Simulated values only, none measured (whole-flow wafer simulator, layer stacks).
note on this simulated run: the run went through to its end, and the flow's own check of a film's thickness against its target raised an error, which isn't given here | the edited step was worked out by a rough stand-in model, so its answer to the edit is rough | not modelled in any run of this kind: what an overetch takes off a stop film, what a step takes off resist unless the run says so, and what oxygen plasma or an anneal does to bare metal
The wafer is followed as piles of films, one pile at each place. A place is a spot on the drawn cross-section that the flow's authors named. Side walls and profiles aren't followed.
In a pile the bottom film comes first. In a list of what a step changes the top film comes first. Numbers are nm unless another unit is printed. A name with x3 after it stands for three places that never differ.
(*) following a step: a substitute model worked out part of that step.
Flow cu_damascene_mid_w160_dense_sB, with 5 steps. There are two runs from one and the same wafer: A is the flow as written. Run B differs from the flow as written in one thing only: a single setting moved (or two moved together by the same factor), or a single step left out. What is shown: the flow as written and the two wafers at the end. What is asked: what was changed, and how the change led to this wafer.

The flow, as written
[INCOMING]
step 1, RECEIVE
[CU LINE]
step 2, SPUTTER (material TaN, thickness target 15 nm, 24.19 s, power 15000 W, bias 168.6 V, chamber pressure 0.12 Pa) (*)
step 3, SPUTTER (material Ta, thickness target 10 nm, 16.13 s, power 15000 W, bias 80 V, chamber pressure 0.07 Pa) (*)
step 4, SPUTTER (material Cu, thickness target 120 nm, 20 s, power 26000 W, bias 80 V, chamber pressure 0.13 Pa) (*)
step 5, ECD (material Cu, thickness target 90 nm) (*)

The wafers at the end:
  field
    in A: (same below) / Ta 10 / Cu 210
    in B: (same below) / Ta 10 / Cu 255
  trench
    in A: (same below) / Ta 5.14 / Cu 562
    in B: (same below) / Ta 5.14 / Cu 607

Cause: step 5, ECD: thickness target 135 nm was run, while the flow as written has thickness target 90 nm.

The path from the change to this, step by step:
  step 5, ECD (material Cu, thickness target 90 nm) (*)
      field: A Cu gains 90 | B Cu gains 135
      trench: A Cu gains 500 | B Cu gains 545
